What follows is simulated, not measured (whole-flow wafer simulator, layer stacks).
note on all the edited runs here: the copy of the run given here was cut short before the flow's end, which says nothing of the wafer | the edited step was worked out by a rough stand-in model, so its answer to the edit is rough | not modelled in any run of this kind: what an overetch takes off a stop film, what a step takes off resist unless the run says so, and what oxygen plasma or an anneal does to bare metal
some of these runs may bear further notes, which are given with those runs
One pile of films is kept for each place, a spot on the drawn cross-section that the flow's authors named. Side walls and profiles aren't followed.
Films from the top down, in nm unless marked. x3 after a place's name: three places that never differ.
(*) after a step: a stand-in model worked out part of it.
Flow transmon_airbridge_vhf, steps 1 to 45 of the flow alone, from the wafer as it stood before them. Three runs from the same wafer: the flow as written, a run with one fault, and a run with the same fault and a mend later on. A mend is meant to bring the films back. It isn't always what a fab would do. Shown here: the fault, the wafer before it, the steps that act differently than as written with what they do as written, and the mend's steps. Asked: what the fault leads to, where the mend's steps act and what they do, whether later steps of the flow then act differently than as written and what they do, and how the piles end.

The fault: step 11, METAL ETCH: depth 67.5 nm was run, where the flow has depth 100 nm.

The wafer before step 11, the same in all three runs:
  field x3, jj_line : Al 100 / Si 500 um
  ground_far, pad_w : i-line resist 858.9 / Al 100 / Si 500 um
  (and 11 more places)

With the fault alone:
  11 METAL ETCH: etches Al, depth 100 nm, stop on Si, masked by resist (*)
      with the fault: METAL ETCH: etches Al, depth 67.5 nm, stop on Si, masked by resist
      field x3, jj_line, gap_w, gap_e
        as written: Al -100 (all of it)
        with the fault: Al -67.5
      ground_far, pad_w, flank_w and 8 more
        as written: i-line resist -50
        with the fault: i-line resist -33.8
  Later steps of the flow that act differently than as written (15 more steps differ only slightly, by at most 2% or 0.5 nm, whichever is larger, and aren't shown):
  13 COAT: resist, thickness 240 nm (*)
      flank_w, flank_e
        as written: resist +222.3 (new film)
        with the fault: resist +227.6 (new film)
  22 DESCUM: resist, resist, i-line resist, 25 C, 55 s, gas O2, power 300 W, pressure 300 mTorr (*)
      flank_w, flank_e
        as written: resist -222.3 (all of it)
        with the fault: resist -227.6 (all of it)
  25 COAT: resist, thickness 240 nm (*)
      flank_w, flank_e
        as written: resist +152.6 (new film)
        with the fault: resist +155.9 (new film)
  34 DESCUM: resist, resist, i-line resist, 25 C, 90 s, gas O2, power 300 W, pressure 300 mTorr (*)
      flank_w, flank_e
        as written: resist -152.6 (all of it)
        with the fault: resist -155.9 (all of it)
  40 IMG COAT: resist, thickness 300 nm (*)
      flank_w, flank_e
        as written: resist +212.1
        with the fault: resist +216.9
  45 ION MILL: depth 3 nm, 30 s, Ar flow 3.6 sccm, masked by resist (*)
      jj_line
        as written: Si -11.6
        with the fault: Al -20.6
  At the end the piles differ from the flow's by more than 2% or 0.5 nm, whichever is larger, at field x3, jj_line, gap_w, gap_e.
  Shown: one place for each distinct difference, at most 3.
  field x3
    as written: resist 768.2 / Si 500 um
    with the fault: resist 768.2 / Al 32.5 / Si 500 um
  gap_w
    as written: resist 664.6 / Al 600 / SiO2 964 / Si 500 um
    with the fault: resist 655.9 / Al 600 / SiO2 964 / Al 32.5 / Si 500 um
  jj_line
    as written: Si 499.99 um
    with the fault: Al 11.9 / Si 500 um

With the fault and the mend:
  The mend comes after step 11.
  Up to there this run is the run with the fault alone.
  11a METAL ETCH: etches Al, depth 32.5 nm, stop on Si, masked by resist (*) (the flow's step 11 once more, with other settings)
      ground_far, pad_w, flank_w and 8 more
        i-line resist -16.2
      field x3, jj_line, gap_w, gap_e
        Al -32.5 (all of it)
  No later step of the flow acts differently than as written at any place that is followed.
  At the end the piles are the same as the flow's at every place that both follow.
